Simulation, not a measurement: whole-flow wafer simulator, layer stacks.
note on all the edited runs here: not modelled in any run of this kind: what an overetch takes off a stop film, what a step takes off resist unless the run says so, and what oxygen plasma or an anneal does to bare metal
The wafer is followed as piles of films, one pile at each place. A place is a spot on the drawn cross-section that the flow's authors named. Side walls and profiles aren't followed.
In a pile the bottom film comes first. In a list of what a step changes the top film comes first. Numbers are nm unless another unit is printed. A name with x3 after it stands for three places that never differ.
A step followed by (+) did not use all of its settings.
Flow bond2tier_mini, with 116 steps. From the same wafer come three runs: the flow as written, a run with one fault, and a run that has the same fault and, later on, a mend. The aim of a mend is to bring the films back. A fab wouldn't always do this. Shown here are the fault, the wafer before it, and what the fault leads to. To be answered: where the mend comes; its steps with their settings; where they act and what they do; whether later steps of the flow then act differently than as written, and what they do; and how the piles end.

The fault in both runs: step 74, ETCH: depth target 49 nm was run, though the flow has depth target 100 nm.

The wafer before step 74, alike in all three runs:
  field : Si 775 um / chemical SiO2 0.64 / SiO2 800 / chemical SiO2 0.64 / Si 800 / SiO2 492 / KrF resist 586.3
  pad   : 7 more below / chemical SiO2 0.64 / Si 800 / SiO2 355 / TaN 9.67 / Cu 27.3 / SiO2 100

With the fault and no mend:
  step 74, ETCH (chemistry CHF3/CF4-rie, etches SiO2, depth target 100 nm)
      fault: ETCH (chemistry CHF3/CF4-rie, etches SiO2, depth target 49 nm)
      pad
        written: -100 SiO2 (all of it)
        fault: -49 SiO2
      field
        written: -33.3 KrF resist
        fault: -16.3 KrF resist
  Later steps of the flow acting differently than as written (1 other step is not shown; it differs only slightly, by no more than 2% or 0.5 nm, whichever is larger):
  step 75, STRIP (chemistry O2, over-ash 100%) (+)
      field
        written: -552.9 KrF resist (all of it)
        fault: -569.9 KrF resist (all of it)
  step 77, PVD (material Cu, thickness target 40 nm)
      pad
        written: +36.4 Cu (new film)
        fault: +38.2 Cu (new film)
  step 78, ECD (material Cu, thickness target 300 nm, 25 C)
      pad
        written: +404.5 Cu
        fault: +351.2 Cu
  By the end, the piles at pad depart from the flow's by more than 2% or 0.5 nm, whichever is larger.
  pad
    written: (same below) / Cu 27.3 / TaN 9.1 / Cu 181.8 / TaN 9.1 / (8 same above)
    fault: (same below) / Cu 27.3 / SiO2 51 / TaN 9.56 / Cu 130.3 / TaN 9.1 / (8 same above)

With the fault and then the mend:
  After step 74 comes the mend.
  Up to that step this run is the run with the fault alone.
  step 74a, ETCH (chemistry CHF3/CF4-rie, etches SiO2, depth target 51 nm) (a further turn of the flow's step 74, with different settings)
      field
        -17 KrF resist
      pad
        -51 SiO2 (all of it)
  Later steps of the flow that are run all act as written at every place that is followed.
  The piles end the same as the flow's at every place that both follow.
